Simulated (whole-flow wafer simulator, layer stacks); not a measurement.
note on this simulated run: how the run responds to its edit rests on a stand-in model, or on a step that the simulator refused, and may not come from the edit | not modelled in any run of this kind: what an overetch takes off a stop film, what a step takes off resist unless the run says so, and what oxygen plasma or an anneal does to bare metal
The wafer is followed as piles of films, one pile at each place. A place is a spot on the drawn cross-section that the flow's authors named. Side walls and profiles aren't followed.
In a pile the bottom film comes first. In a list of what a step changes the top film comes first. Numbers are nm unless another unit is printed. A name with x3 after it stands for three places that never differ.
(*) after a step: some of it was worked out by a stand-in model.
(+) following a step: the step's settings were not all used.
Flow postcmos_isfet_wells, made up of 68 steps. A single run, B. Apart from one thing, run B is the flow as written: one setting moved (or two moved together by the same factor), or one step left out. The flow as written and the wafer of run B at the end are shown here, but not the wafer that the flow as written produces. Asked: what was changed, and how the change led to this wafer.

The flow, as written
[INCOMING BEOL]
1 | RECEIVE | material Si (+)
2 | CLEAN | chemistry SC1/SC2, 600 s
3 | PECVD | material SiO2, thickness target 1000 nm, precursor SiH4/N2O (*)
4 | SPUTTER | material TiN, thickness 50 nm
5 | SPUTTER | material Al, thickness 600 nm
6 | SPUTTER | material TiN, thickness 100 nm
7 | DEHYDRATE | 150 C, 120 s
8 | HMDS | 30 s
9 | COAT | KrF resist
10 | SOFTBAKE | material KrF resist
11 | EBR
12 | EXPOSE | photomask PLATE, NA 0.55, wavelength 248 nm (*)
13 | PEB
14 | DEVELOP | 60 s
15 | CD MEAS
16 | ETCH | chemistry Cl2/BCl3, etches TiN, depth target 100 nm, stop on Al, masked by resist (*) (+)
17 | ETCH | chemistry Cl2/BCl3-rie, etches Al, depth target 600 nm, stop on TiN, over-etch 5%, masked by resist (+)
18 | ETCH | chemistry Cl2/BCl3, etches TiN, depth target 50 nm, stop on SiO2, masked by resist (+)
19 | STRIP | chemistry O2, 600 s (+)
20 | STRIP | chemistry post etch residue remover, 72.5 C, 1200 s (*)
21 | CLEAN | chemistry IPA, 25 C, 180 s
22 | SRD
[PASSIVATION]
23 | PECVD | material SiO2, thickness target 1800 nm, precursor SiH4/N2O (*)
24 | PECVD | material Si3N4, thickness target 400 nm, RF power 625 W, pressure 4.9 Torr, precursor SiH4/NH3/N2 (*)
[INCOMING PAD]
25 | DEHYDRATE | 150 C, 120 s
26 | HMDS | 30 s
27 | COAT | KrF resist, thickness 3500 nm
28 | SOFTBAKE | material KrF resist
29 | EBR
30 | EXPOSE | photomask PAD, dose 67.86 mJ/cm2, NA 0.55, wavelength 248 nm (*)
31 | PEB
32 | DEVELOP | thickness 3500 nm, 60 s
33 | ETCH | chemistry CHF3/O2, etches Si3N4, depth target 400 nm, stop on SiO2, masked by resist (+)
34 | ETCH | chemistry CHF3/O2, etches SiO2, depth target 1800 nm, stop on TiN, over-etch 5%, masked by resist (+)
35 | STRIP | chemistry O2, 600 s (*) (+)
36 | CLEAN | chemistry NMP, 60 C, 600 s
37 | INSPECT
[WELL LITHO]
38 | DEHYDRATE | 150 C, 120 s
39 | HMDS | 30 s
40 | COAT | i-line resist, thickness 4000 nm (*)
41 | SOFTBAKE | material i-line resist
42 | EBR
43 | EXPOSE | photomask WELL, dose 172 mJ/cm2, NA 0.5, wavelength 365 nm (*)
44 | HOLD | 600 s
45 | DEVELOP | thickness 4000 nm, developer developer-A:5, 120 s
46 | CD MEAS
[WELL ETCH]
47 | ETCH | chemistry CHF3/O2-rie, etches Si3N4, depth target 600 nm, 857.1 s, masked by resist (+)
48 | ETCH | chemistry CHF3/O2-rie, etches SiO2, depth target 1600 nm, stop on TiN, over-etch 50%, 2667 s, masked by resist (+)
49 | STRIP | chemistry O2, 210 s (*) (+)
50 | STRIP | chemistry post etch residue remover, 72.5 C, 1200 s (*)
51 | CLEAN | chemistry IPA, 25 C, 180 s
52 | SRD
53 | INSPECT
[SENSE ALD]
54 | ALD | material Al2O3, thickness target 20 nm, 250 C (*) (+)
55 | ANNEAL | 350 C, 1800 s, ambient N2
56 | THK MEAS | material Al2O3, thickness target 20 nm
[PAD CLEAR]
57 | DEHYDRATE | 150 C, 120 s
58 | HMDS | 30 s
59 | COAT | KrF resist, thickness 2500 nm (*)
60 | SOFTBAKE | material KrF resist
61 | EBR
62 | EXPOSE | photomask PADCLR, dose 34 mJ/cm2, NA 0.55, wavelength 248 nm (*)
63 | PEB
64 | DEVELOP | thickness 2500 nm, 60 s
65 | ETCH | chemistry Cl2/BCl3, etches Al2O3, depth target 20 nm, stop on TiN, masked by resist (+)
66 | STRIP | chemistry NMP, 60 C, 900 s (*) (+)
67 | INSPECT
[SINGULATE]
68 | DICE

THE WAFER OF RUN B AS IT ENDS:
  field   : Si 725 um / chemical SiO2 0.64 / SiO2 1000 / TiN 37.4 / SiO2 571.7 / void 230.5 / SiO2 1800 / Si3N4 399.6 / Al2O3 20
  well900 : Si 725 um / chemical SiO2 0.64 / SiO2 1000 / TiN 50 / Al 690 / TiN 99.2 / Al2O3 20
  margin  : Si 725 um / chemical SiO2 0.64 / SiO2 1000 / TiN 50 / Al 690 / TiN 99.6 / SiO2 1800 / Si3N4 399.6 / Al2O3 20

Cause: step 5, SPUTTER: thickness 690 nm was run, though the flow has thickness 600 nm.
The wafer lets one read it off: well900 has Al 690, and step 5 as written asks for 600 nm.

Step by step, how the change led to this:
  5 | SPUTTER | material Al, thickness 600 nm
      field, margin, well900, well1300 x3, pad_rim, pad_clr, pad_open: Al gains 690 (new film) (as written it would have been: Al gains 600 (new film))
  17 | ETCH | chemistry Cl2/BCl3-rie, etches Al, depth target 600 nm, stop on TiN, over-etch 5%, masked by resist (+)
      field: Al loses 600 (as written it would have been: Al loses 600 (all of it))
  18 | ETCH | chemistry Cl2/BCl3, etches TiN, depth target 50 nm, stop on SiO2, masked by resist (+)
      field: Al loses 90 (all of it), TiN loses 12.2 (as written it would have been: TiN loses 50 (all of it))
  23 | PECVD | material SiO2, thickness target 1800 nm, precursor SiH4/N2O (*)
      field: SiO2 gains 1800 (new film), void gains 230.5 (new film), SiO2 gains 571.7 (new film) (as written it would have been: SiO2 gains 1800 (new film), void gains 189.9 (new film), SiO2 gains 559.7)
With metal films that touch counted as one body, field has 1 body; the flow as written gives 0 bodies.
